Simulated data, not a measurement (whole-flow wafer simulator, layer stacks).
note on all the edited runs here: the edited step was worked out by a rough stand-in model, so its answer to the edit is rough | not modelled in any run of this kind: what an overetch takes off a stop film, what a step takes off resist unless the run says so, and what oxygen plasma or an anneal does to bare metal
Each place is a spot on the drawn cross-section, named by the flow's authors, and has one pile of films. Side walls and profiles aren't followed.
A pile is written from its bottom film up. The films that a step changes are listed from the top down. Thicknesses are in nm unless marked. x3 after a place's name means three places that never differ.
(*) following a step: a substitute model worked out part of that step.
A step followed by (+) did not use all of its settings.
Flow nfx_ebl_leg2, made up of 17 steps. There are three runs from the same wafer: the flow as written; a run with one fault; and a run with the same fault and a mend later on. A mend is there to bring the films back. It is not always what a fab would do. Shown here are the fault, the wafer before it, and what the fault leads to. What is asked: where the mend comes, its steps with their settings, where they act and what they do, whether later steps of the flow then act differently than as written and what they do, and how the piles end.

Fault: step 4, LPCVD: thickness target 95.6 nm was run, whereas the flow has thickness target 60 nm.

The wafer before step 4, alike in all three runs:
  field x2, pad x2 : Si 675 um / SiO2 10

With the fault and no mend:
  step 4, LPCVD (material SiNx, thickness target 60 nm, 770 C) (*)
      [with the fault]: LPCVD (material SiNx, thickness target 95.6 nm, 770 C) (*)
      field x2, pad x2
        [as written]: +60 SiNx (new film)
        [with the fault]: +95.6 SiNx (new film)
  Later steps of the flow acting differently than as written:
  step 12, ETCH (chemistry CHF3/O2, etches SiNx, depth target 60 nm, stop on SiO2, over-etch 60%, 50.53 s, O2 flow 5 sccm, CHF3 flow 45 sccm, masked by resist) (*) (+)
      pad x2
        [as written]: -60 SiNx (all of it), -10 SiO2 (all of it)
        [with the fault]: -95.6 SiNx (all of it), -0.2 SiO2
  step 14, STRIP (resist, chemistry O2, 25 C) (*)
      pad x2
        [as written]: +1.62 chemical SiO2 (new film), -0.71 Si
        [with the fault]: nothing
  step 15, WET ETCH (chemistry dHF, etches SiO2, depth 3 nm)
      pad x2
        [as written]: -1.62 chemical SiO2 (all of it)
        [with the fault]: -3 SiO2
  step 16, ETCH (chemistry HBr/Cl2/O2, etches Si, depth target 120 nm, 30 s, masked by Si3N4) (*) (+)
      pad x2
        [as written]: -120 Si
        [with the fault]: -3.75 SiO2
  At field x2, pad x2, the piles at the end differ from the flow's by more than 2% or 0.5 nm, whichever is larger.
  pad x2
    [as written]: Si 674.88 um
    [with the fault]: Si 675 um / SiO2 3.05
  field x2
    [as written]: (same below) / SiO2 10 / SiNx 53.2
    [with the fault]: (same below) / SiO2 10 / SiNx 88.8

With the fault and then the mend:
  After step 5 comes the mend.
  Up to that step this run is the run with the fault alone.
  step 5a, ETCH (chemistry h3po4, depth target 35.6 nm)
      field x2, pad x2
        -35.6 SiNx
  Every later step of the flow that is run acts as written at every place that is followed.
  At every place that both follow, the piles at the end match the flow's.
